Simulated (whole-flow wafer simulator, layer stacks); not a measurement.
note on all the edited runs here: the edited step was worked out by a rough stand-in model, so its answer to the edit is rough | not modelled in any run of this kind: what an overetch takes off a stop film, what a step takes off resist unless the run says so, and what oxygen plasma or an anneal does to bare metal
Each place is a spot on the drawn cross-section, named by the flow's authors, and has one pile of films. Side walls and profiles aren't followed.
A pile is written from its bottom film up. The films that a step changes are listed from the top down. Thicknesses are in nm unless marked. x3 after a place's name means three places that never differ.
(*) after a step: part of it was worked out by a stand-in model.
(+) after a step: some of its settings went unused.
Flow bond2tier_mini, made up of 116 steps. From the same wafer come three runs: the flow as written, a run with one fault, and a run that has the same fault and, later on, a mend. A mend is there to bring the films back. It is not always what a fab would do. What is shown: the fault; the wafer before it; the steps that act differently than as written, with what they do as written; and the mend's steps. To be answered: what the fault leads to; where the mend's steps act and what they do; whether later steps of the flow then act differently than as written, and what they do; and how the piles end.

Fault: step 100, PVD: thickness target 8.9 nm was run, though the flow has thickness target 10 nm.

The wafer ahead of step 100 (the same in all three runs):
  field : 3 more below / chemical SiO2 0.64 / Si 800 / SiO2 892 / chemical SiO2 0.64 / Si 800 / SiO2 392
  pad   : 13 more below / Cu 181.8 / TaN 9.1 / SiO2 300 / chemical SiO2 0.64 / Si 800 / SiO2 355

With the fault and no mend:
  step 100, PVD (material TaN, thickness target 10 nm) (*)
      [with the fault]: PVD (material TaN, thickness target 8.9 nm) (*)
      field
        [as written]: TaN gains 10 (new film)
        [with the fault]: TaN gains 8.9 (new film)
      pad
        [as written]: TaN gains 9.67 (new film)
        [with the fault]: TaN gains 8.6 (new film)
  Later steps of the flow acting differently than as written (1 other step is not shown; it differs only slightly, by no more than 2% or 0.5 nm, whichever is larger):
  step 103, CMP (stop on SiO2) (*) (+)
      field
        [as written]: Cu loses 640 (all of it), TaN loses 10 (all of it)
        [with the fault]: Cu loses 640 (all of it), TaN loses 8.9 (all of it)
  The piles end different from the flow's at pad by more than 2% or 0.5 nm, whichever is larger.
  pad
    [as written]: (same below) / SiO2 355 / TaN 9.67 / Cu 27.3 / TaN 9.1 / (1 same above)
    [with the fault]: (same below) / SiO2 355 / TaN 8.6 / Cu 28.4 / TaN 9.1 / (1 same above)

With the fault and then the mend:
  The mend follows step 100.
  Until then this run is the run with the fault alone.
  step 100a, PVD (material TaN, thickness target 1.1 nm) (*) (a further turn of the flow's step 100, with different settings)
      field
        TaN gains 1.1
      pad
        TaN gains 1.06
  Every later step of the flow that is run acts as written at every place that is followed.
  By the end, the piles equal the flow's at every place that both follow.
